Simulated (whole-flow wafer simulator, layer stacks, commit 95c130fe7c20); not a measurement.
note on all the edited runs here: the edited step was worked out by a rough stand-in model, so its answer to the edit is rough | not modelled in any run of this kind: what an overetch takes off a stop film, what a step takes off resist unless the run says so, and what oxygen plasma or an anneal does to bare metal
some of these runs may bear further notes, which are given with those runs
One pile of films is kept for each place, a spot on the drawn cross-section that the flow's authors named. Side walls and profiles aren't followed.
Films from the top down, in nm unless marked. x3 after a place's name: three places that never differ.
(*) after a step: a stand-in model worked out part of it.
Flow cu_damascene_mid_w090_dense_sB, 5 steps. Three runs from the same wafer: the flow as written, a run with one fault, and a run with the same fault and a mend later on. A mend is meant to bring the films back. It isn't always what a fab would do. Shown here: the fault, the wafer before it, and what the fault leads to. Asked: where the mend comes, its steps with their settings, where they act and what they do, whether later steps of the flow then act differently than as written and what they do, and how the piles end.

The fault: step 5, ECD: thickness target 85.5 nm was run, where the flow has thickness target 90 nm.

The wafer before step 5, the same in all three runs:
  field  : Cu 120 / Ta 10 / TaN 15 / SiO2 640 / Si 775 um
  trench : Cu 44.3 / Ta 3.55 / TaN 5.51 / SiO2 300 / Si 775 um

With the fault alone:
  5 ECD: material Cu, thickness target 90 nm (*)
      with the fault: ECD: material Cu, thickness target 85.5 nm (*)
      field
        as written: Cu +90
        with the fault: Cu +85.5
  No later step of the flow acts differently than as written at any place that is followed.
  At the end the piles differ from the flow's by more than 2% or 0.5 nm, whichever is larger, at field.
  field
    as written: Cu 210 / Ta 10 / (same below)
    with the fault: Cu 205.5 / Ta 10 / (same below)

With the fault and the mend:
  The mend comes after step 5.
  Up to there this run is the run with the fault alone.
  5a ECD: material Cu, thickness target 4.5 nm (the flow's step 5 once more, with other settings)
      field, trench
        Cu +4.5
  No later step of the flow acts differently than as written at any place that is followed.
  At the end the piles are the same as the flow's at every place that both follow.
